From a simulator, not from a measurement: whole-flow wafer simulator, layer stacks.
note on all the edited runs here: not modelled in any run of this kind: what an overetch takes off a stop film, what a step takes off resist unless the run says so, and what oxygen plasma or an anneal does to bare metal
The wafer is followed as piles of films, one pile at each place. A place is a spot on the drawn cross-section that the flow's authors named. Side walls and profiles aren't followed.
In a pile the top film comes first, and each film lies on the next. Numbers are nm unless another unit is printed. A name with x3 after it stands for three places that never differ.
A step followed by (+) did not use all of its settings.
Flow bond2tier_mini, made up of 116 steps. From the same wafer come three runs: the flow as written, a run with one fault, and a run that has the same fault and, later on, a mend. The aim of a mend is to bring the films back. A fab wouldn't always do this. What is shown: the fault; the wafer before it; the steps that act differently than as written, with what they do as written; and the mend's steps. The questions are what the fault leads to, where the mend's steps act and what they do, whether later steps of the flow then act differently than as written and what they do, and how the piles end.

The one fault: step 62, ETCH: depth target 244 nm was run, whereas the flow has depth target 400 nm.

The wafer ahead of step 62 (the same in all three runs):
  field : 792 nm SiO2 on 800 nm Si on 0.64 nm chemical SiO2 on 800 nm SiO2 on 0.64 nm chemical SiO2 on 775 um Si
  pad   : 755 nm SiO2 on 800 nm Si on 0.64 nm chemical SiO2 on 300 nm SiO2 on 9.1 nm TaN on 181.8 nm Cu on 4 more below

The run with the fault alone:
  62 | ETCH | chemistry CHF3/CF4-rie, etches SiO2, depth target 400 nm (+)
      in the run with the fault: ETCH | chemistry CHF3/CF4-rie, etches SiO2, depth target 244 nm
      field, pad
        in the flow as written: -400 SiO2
        in the run with the fault: -244 SiO2
  None of the later steps of the flow acts differently than as written at any place that is followed.
  At field, pad, the piles at the end differ from the flow's by more than 2% or 0.5 nm, whichever is larger.
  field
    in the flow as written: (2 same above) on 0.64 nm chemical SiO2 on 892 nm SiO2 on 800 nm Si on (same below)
    in the run with the fault: (2 same above) on 0.64 nm chemical SiO2 on 1048 nm SiO2 on 800 nm Si on (same below)
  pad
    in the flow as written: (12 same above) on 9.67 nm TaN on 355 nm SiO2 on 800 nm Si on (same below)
    in the run with the fault: (12 same above) on 9.67 nm TaN on 511 nm SiO2 on 800 nm Si on (same below)

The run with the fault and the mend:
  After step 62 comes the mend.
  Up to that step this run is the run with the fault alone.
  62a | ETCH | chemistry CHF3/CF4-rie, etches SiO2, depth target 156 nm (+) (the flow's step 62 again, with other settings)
      field, pad
        -156 SiO2
  None of the later steps of the flow acts differently than as written at any place that is followed.
  By the end, the piles equal the flow's at every place that both follow.
